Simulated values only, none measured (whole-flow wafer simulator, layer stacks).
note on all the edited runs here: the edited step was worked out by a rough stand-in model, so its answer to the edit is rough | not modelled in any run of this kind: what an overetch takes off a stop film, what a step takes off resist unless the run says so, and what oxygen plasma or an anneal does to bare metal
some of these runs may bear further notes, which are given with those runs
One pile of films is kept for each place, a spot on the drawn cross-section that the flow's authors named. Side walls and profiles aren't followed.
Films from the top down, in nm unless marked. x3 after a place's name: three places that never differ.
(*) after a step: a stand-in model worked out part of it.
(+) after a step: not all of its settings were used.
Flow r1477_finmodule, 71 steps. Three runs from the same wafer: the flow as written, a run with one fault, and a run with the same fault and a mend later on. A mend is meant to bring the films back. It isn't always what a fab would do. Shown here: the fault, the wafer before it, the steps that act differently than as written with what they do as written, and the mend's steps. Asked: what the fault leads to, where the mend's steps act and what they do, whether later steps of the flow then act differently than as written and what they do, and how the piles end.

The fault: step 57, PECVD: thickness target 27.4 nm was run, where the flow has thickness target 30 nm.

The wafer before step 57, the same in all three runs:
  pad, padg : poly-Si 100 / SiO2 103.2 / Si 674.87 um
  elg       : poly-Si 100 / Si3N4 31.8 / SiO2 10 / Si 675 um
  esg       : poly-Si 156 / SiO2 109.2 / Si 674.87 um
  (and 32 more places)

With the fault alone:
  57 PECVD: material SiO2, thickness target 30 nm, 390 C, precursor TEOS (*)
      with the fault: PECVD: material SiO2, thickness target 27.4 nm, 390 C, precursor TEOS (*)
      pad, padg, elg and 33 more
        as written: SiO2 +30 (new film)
        with the fault: SiO2 +27.4 (new film)
  Later steps of the flow that act differently than as written (1 more step differs only slightly, by at most 2% or 0.5 nm, whichever is larger, and isn't shown):
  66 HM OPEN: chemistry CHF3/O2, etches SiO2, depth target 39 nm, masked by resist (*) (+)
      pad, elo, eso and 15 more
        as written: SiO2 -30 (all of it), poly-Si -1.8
        with the fault: SiO2 -27.4 (all of it), poly-Si -2.32
  At the end the piles differ from the flow's by more than 2% or 0.5 nm, whichever is larger, at padg, elg, esg and 15 more.
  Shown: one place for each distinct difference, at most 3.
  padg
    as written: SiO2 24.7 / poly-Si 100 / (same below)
    with the fault: SiO2 22.1 / poly-Si 100 / (same below)
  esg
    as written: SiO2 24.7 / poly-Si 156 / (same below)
    with the fault: SiO2 22.1 / poly-Si 156 / (same below)
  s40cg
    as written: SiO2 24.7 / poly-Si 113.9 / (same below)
    with the fault: SiO2 22.1 / poly-Si 113.9 / (same below)

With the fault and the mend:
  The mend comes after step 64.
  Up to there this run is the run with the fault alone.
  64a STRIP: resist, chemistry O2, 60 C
      padg, elg, esg
        resist -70 (all of it)
      e40lg, e100lg, e200lg
        resist -66.9 (all of it)
      s40sg, s45sg
        resist -91 (all of it)
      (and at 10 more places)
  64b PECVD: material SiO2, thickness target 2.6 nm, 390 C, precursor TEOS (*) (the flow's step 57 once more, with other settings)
      pad, padg, elg and 33 more
        SiO2 +2.6
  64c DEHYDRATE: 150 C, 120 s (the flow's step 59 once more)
      changes no film at any place that is followed
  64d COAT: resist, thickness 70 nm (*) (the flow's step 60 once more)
      e40lg, e100lg, e200lg, elo, e40lo, e100lo, e200lo
        resist +66.9 (new film)
      pad, padg, elg, esg
        resist +70 (new film)
      s40sg, s45sg, s40so, s45so
        resist +91 (new film)
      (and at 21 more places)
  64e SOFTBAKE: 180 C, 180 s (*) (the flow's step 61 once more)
      changes no film at any place that is followed
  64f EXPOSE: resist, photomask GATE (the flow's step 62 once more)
      changes no film at any place that is followed
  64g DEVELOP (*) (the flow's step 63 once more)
      elo, e40lo, e100lo, e200lo
        resist -66.9 (all of it)
      eso, e40so
        resist -129.5 (all of it)
      s40so, s45so
        resist -91 (all of it)
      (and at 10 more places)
  No later step of the flow acts differently than as written, at any place that is followed, by more than 2% or 0.5 nm, whichever is larger.
  At the end the piles are the same as the flow's at every place that both follow.
